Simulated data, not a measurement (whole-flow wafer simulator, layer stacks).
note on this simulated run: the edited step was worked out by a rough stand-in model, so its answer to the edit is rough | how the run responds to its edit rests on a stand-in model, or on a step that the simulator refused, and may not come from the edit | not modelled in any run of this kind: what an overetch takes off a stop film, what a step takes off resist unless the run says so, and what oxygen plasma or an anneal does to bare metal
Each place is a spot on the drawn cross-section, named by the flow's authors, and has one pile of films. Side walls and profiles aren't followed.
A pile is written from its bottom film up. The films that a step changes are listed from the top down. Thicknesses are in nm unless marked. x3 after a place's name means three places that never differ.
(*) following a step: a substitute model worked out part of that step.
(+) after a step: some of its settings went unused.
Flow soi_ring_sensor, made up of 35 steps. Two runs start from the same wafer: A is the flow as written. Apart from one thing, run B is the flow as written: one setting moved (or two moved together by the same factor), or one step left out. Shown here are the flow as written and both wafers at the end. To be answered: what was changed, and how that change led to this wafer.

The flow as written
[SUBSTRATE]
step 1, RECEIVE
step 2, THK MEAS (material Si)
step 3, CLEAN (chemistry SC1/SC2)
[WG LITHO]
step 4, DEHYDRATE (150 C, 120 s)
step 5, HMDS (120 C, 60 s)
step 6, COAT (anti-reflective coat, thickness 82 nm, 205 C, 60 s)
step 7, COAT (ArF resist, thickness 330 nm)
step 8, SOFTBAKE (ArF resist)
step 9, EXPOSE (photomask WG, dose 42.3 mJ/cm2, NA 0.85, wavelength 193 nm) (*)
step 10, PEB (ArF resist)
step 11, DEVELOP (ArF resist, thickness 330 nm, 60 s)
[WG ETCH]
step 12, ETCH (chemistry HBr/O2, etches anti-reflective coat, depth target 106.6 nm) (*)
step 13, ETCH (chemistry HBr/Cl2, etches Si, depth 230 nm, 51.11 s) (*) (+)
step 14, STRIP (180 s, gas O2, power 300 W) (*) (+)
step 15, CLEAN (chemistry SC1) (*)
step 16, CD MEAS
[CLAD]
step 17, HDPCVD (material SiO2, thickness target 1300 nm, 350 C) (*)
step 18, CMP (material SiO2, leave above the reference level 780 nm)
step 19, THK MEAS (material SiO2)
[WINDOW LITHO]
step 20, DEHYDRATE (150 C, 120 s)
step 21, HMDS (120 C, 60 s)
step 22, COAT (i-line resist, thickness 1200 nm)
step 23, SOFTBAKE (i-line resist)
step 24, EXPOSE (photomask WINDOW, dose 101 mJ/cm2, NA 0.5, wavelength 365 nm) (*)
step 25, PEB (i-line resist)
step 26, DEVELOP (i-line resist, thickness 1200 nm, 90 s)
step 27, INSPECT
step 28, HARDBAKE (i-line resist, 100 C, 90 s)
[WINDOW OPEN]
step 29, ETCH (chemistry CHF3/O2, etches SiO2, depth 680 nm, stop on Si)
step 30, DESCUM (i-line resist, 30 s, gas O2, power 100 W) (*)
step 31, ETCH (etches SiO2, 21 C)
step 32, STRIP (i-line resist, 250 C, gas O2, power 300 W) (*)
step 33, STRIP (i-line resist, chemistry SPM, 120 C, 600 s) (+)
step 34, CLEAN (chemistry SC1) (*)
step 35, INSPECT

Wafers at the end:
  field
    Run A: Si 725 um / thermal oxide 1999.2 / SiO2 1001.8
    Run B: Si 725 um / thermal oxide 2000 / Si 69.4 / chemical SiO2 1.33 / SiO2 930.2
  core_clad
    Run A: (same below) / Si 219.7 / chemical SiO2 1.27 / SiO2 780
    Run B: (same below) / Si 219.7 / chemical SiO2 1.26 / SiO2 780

The reason: step 13, ETCH: depth 150 nm was run, while the flow as written has depth 230 nm; step 13, ETCH: 33.22 s was run, where the flow has 51.11 s.

Step by step, how the change led to this:
  step 13, ETCH (chemistry HBr/Cl2, etches Si, depth 230 nm, 51.11 s) (*) (+)
      gap, window, field, gap_clad: A -220 Si (all of it), -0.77 thermal oxide | B -150 Si
      core, core_clad: A -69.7 ArF resist | B -45.3 ArF resist
  step 14, STRIP (180 s, gas O2, power 300 W) (*) (+)
      gap, window, field, gap_clad: A nothing | B +1.33 chemical SiO2 (new film), -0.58 Si
      core, core_clad: A -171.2 ArF resist (all of it), -82 anti-reflective coat (all of it), +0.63 chemical SiO2, -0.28 Si | B -195.6 ArF resist (all of it), -82 anti-reflective coat (all of it), +0.62 chemical SiO2, -0.27 Si
  step 18, CMP (material SiO2, leave above the reference level 780 nm)
      gap, window, field, gap_clad: A -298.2 SiO2 | B -369.8 SiO2
